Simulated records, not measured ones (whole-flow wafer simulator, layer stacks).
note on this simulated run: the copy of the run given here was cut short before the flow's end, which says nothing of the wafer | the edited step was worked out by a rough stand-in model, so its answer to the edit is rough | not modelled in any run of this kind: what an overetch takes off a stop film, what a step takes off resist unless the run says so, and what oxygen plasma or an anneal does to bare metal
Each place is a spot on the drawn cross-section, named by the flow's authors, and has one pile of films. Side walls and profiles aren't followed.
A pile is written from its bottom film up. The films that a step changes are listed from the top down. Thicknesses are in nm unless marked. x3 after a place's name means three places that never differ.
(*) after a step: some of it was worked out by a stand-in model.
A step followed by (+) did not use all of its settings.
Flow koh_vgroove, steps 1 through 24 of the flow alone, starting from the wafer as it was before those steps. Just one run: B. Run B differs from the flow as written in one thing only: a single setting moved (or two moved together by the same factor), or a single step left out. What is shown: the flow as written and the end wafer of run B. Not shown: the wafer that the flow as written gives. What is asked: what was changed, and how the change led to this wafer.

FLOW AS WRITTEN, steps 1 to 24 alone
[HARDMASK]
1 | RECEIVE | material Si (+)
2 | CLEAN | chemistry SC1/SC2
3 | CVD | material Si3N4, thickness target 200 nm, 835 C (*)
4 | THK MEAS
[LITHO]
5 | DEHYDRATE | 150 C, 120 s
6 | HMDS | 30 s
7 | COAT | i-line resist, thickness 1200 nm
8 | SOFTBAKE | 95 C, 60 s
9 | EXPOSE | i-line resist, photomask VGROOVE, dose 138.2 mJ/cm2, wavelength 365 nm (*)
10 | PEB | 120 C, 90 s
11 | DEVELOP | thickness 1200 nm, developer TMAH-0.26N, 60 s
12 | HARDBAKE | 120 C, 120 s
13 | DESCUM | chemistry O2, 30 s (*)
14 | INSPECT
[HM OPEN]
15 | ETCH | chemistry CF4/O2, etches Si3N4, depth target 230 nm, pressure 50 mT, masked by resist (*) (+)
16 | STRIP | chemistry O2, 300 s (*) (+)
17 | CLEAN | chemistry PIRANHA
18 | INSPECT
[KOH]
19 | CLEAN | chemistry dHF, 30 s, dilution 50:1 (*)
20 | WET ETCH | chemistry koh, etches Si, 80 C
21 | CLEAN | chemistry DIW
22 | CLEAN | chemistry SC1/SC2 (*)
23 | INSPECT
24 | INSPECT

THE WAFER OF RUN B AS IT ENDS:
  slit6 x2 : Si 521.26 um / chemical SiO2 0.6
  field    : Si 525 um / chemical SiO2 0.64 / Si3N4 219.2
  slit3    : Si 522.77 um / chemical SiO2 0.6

Cause: step 3, CVD: thickness target 220 nm was run, though the flow has thickness target 200 nm.

The path from the change to this, step by step:
  3 | CVD | material Si3N4, thickness target 200 nm, 835 C (*)
      field, slit3, slit2, slit6 x2: +220 Si3N4 (new film) (as written it would have been: +200 Si3N4 (new film))
  15 | ETCH | chemistry CF4/O2, etches Si3N4, depth target 230 nm, pressure 50 mT, masked by resist (*) (+)
      slit3, slit2, slit6 x2: -220 Si3N4 (all of it), -0.64 chemical SiO2 (all of it), -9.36 Si (as written it would have been: -200 Si3N4 (all of it), -0.64 chemical SiO2 (all of it), -29.4 Si)
